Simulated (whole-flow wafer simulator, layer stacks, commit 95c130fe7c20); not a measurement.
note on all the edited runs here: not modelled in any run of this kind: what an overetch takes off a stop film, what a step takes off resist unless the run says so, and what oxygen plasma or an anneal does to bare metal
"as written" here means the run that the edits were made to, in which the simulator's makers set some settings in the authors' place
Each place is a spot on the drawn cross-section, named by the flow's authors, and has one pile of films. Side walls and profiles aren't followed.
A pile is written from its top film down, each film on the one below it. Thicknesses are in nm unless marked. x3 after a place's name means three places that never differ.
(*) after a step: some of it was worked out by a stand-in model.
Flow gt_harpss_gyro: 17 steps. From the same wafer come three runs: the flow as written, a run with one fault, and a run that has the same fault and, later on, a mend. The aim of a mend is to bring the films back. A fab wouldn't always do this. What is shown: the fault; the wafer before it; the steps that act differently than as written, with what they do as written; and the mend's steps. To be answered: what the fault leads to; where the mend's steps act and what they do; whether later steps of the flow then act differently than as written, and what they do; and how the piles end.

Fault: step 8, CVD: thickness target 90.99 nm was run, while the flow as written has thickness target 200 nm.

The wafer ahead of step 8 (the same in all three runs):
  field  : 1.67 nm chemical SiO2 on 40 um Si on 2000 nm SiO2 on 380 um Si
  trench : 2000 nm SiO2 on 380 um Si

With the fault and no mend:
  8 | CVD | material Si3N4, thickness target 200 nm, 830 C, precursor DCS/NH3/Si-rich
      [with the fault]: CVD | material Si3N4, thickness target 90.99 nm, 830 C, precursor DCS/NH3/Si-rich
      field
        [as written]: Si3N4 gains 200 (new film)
        [with the fault]: Si3N4 gains 91 (new film)
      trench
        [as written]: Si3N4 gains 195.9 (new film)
        [with the fault]: Si3N4 gains 89.3 (new film)
  Later steps of the flow acting differently than as written:
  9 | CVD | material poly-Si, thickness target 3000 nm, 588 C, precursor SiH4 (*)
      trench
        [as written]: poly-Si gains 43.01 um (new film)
        [with the fault]: poly-Si gains 43 um (new film)
  The piles end different from the flow's at field, trench by more than 2% or 0.5 nm, whichever is larger.
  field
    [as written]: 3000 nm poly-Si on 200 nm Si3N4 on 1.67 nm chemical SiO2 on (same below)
    [with the fault]: 3000 nm poly-Si on 91 nm Si3N4 on 1.67 nm chemical SiO2 on (same below)
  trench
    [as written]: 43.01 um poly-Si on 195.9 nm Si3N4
    [with the fault]: 43 um poly-Si on 89.3 nm Si3N4

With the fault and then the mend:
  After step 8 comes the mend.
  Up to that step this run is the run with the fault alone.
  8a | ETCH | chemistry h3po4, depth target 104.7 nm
      field
        Si3N4 loses 91 (all of it)
      trench
        Si3N4 loses 89.3 (all of it)
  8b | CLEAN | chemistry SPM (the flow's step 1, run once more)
      alters no film at any place that is followed
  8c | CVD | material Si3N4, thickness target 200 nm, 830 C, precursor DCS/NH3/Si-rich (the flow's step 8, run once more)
      field
        Si3N4 gains 200 (new film)
      trench
        Si3N4 gains 195.9 (new film)
  Every later step of the flow that is run acts as written at every place that is followed.
  At every place that both follow, the piles at the end match the flow's.
